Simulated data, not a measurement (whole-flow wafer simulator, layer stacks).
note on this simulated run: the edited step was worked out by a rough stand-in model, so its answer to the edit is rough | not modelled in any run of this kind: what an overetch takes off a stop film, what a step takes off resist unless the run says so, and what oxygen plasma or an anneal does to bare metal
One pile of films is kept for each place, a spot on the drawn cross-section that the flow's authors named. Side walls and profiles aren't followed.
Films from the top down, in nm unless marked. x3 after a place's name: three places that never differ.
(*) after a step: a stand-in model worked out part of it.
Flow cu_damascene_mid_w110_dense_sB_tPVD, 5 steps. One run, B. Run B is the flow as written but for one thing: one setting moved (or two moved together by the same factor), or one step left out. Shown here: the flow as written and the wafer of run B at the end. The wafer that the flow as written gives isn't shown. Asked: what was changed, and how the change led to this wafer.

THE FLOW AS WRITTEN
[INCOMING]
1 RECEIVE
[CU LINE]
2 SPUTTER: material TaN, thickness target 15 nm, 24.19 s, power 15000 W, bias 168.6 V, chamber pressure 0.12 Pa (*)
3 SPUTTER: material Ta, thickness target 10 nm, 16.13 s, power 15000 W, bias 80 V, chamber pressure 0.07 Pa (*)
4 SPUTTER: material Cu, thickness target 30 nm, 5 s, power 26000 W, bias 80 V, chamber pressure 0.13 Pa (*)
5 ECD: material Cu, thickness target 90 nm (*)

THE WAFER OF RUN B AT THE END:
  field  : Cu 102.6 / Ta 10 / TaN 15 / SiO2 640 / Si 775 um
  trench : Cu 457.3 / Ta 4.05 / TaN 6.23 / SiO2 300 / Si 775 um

The cause: step 4, SPUTTER: thickness target 12.6 nm was run, where the flow has thickness target 30 nm; step 4, SPUTTER: 2.095 s was run, where the flow has 5 s.

How the change led to this, step by step:
  4 SPUTTER: material Cu, thickness target 30 nm, 5 s, power 26000 W, bias 80 V, chamber pressure 0.13 Pa (*)
      field: Cu +12.6 (new film) (as written it would be: Cu +30 (new film))
      trench: Cu +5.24 (new film) (as written it would be: Cu +12.5 (new film))
  5 ECD: material Cu, thickness target 90 nm (*)
      trench: Cu +452.1 (as written it would be: Cu +462.2)
